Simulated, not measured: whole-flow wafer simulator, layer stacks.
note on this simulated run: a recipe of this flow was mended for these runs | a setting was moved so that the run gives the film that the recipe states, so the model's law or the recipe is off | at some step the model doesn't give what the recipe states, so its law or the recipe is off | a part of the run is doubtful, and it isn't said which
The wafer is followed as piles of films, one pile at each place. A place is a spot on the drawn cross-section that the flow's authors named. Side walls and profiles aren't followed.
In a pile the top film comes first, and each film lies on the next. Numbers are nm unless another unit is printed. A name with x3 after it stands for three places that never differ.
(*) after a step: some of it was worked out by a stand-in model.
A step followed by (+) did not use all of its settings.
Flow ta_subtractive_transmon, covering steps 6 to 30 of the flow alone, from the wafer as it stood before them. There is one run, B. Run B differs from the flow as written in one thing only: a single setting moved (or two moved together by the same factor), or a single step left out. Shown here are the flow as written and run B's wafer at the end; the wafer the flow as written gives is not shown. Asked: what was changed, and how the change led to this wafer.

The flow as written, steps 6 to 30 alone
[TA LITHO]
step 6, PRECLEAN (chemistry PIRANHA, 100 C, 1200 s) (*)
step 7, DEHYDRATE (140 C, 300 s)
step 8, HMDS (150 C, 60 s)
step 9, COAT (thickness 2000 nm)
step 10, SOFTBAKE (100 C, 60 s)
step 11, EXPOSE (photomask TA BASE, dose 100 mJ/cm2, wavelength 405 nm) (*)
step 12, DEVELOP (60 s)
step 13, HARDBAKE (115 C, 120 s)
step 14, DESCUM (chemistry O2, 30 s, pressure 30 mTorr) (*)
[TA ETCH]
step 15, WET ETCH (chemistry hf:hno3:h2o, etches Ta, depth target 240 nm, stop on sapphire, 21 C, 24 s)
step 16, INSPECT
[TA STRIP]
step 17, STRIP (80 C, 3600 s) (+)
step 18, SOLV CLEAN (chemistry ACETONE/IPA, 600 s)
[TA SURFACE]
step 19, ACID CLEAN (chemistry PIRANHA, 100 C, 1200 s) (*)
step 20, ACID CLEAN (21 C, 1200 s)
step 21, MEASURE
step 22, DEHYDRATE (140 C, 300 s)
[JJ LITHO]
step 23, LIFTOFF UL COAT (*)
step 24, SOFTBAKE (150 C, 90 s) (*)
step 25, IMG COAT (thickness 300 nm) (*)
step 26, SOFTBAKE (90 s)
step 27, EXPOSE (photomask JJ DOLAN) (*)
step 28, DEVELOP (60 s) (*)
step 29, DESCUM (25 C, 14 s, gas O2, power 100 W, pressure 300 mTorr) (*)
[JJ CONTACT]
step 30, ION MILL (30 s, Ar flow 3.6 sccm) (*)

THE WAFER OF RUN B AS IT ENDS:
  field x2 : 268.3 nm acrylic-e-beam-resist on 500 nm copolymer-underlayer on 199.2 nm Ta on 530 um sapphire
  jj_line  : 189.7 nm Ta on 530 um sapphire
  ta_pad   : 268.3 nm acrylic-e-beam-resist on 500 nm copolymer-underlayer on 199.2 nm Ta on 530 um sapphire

What caused this: step 15, WET ETCH: chemistry hf:hno3:h2o, etches Ta, depth target 240 nm, stop on sapphire, 21 C, 24 s, was skipped.

How this came from the change, step by step:
  step 23, LIFTOFF UL COAT (*)
      lead: copolymer-underlayer gains 500 (new film) (it would be, as written: copolymer-underlayer gains 554.7 (new film))
      ta_contact: copolymer-underlayer gains 500 (new film) (it would be, as written: copolymer-underlayer gains 443.9 (new film))
      (and at 1 other place as well)
  step 25, IMG COAT (thickness 300 nm) (*)
      lead: acrylic-e-beam-resist gains 300 (new film) (it would be, as written: acrylic-e-beam-resist gains 312.5 (new film))
      ta_contact: acrylic-e-beam-resist gains 300 (new film) (it would be, as written: acrylic-e-beam-resist gains 287.5 (new film))
      (and at 1 other place as well)
  step 28, DEVELOP (60 s) (*)
      lead: acrylic-e-beam-resist loses 300 (all of it), copolymer-underlayer loses 500 (all of it) (it would be, as written: acrylic-e-beam-resist loses 312.5 (all of it), copolymer-underlayer loses 554.7 (all of it))
      ta_contact: acrylic-e-beam-resist loses 300 (all of it), copolymer-underlayer loses 500 (all of it) (it would be, as written: acrylic-e-beam-resist loses 287.5 (all of it), copolymer-underlayer loses 443.9 (all of it))
  step 30, ION MILL (30 s, Ar flow 3.6 sccm) (*)
      jj_line, lead: Ta loses 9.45 (it would be, as written: sapphire loses 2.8)
Taking metal films that touch as one body, field x2 has 1 body; the flow as written gives 0 bodies.
Taking metal films that touch as one body, jj_line has 1 body; the flow as written gives 0 bodies.
